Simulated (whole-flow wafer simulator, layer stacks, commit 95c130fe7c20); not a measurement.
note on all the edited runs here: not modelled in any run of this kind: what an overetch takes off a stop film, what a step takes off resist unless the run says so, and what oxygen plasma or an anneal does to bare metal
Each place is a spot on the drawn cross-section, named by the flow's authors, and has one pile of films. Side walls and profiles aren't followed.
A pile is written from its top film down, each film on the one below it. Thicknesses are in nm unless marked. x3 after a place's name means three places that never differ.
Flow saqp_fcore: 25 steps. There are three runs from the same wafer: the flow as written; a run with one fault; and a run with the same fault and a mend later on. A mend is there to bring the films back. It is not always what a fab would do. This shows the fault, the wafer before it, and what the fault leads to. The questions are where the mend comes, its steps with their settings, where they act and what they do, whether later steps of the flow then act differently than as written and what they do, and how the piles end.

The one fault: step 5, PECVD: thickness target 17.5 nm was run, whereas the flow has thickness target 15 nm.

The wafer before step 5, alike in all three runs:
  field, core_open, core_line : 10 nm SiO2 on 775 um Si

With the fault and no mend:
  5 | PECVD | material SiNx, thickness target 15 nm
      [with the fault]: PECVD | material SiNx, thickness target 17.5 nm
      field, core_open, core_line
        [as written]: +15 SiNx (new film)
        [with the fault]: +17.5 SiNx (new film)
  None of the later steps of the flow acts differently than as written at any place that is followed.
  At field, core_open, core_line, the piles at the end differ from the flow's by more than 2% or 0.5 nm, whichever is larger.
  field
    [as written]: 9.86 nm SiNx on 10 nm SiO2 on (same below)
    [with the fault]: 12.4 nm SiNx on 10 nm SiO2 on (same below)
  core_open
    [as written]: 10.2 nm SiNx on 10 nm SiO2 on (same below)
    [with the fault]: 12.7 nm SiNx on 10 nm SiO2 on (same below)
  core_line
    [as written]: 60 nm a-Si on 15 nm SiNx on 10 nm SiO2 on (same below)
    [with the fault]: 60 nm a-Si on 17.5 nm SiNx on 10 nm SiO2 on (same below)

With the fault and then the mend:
  After step 5 comes the mend.
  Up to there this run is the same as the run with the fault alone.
  5a | ETCH | chemistry h3po4, depth target 20.12 nm
      field, core_open, core_line
        -17.5 SiNx (all of it)
  5b | PECVD | material SiNx, thickness target 15 nm (a further turn of the flow's step 5)
      field, core_open, core_line
        +15 SiNx (new film)
  None of the later steps of the flow acts differently than as written at any place that is followed.
  The piles end the same as the flow's at every place that both follow.
